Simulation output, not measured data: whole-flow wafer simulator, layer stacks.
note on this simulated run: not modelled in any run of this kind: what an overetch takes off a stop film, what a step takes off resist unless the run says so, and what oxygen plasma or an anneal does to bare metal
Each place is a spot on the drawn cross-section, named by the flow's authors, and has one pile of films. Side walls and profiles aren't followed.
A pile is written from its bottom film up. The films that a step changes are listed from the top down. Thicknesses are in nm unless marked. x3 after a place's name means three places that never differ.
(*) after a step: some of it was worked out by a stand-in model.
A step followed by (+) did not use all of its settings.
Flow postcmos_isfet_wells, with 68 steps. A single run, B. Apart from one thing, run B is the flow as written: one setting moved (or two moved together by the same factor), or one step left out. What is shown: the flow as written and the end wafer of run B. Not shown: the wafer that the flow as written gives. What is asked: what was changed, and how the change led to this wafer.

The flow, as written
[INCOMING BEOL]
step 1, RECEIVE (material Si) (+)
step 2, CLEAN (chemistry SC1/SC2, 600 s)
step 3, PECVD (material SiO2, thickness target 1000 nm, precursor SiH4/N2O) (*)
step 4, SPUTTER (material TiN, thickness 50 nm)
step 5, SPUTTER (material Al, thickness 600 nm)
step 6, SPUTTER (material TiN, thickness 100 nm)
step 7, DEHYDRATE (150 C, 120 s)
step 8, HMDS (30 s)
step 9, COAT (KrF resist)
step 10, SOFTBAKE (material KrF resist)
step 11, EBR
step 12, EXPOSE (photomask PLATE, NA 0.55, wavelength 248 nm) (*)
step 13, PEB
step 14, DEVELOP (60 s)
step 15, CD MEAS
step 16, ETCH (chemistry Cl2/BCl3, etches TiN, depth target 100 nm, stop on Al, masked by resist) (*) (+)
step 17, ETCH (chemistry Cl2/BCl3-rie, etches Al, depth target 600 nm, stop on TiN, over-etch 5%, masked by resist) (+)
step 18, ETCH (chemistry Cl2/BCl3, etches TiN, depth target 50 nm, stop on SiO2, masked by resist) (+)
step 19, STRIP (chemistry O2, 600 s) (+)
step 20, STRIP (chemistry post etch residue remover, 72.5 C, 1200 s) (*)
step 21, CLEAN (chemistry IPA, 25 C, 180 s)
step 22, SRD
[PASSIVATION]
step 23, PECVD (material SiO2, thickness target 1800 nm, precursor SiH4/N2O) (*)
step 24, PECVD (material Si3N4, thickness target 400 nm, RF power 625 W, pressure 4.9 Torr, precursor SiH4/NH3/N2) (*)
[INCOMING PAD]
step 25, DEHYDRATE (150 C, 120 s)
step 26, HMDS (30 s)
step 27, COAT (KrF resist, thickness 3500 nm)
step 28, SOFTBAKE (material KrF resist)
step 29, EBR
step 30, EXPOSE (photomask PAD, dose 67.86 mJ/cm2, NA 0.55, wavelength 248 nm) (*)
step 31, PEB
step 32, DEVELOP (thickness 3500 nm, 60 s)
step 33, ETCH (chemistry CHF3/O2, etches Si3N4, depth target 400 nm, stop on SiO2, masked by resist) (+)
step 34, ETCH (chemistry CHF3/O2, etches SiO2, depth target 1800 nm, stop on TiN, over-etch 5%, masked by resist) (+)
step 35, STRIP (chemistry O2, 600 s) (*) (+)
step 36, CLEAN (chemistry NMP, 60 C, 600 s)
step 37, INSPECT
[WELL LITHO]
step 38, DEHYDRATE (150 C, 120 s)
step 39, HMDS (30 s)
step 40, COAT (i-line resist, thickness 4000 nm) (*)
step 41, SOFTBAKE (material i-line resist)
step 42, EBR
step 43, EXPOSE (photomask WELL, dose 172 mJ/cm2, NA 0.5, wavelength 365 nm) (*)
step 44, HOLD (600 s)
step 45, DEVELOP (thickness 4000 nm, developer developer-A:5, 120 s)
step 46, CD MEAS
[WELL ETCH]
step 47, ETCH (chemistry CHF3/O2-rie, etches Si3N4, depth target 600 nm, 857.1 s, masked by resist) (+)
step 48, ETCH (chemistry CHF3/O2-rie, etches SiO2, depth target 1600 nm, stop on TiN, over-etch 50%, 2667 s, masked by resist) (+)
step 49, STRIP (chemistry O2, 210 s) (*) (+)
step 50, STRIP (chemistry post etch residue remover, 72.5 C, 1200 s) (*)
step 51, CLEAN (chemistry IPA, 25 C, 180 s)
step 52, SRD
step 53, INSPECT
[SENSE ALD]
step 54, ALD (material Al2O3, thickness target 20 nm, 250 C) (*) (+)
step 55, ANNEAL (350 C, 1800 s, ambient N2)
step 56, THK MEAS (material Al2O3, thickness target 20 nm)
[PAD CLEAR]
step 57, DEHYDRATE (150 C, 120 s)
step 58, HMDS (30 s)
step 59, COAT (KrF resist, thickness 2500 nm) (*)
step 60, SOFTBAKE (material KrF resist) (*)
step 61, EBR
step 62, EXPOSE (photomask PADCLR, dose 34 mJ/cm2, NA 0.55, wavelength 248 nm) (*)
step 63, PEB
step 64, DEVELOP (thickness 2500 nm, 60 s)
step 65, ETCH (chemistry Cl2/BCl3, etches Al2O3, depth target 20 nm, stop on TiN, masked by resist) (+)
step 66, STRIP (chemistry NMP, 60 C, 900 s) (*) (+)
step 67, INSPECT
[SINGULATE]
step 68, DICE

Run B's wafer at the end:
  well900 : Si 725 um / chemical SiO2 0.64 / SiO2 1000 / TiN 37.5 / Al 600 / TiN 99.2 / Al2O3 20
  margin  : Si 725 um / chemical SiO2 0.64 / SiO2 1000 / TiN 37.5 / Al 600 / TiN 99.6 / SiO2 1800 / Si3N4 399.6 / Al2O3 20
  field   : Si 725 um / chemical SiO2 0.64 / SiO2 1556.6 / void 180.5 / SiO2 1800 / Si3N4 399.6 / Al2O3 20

What caused this: step 4, SPUTTER: thickness 37.5 nm was run, though the flow has thickness 50 nm.
The wafer itself shows it: well900 has TiN 37.5, and step 4 as written asks for 50 nm.

The path from the change to this, step by step:
  step 4, SPUTTER (material TiN, thickness 50 nm)
      field, margin, well900, well1300 x3, pad_rim, pad_clr, pad_open: TiN gains 37.5 (new film) (it would be, as written: TiN gains 50 (new film))
  step 18, ETCH (chemistry Cl2/BCl3, etches TiN, depth target 50 nm, stop on SiO2, masked by resist) (+)
      field: TiN loses 37.5 (all of it) (it would be, as written: TiN loses 50 (all of it))
  step 23, PECVD (material SiO2, thickness target 1800 nm, precursor SiH4/N2O) (*)
      field: SiO2 gains 1800 (new film), void gains 180.5 (new film), SiO2 gains 556.6 (it would be, as written: SiO2 gains 1800 (new film), void gains 189.9 (new film), SiO2 gains 559.7)
